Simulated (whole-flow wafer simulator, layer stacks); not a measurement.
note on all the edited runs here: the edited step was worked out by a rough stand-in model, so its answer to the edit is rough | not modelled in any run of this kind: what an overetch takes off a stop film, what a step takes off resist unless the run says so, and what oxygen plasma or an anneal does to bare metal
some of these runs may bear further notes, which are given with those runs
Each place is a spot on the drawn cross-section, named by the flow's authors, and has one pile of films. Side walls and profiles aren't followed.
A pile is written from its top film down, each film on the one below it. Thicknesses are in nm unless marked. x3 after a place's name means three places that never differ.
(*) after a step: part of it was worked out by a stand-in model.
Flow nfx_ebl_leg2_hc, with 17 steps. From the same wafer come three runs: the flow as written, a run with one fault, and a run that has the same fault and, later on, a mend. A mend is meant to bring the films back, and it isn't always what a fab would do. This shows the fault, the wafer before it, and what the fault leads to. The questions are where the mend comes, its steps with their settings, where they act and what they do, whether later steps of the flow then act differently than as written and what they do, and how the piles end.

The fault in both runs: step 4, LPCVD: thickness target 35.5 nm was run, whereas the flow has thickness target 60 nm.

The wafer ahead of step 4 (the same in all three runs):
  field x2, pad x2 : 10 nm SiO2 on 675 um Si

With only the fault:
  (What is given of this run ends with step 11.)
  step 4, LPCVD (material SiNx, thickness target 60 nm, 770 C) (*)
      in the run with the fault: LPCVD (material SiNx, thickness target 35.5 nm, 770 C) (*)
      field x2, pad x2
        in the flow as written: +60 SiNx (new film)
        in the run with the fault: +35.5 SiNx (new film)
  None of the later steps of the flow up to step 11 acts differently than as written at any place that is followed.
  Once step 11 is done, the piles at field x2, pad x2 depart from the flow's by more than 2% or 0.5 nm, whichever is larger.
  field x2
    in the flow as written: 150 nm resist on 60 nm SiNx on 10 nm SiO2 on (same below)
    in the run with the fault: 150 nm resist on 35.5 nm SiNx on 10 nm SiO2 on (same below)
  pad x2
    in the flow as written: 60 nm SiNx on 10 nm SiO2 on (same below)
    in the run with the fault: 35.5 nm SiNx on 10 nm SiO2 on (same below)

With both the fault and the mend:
  The mend follows step 11.
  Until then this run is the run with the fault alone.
  step 11a, STRIP (resist, chemistry O2, 25 C) (*)
      field x2
        -150 resist (all of it)
  step 11b, CLEAN (chemistry SC1/SC2) (*) (the flow's step 2 again)
      alters no film at any place that is followed
  step 11c, LPCVD (material SiNx, thickness target 24.5 nm, 770 C) (*) (the flow's step 4 again, with other settings)
      field x2, pad x2
        +24.5 SiNx
  step 11d, DEHYDRATE (180 C, 120 s) (the flow's step 6 again)
      alters no film at any place that is followed
  step 11e, COAT (resist, thickness 150 nm) (the flow's step 7 again)
      field x2, pad x2
        +150 resist (new film)
  step 11f, SOFTBAKE (resist, 150 C, 60 s) (the flow's step 8 again)
      alters no film at any place that is followed
  step 11g, EXPOSE (PMMA, thickness 150 nm, photomask GRATING) (*) (the flow's step 9 again)
      alters no film at any place that is followed
  step 11h, DEVELOP (resist, thickness 150 nm, developer developer-C-546, 60 s) (*) (the flow's step 10 again)
      pad x2
        -150 resist (all of it)
  None of the later steps of the flow acts differently than as written at any place that is followed.
  The piles end the same as the flow's at every place that both follow.
